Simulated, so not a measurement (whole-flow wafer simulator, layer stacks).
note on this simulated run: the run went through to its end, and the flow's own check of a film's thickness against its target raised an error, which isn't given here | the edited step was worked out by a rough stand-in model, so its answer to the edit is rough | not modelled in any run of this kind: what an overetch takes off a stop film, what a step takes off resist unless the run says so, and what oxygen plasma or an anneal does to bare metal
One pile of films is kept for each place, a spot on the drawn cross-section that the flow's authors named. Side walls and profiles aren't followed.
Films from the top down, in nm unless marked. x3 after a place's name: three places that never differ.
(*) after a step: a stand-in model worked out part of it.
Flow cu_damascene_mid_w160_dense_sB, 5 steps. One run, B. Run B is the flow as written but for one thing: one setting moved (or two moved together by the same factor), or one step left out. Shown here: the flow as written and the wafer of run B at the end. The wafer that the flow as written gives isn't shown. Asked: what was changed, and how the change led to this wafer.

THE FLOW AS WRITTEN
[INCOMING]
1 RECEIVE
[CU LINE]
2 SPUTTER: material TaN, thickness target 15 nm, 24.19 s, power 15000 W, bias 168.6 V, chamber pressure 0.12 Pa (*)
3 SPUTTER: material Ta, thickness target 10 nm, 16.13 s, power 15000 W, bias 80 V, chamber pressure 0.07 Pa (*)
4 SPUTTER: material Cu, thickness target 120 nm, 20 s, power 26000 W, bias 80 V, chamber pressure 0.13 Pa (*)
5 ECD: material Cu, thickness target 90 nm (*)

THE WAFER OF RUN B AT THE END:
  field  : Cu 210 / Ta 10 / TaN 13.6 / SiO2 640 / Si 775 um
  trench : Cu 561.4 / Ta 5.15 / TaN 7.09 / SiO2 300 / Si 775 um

The cause: step 2, SPUTTER: thickness target 13.6 nm was run, where the flow has thickness target 15 nm; step 2, SPUTTER: 21.92 s was run, where the flow has 24.19 s.
It can be read off the wafer: field has TaN 13.6, and step 2 as written asks for 15 nm.

How the change led to this, step by step:
  2 SPUTTER: material TaN, thickness target 15 nm, 24.19 s, power 15000 W, bias 168.6 V, chamber pressure 0.12 Pa (*)
      field: TaN +13.6 (new film) (as written it would be: TaN +15 (new film))
      trench: TaN +7.09 (new film) (as written it would be: TaN +7.82 (new film))
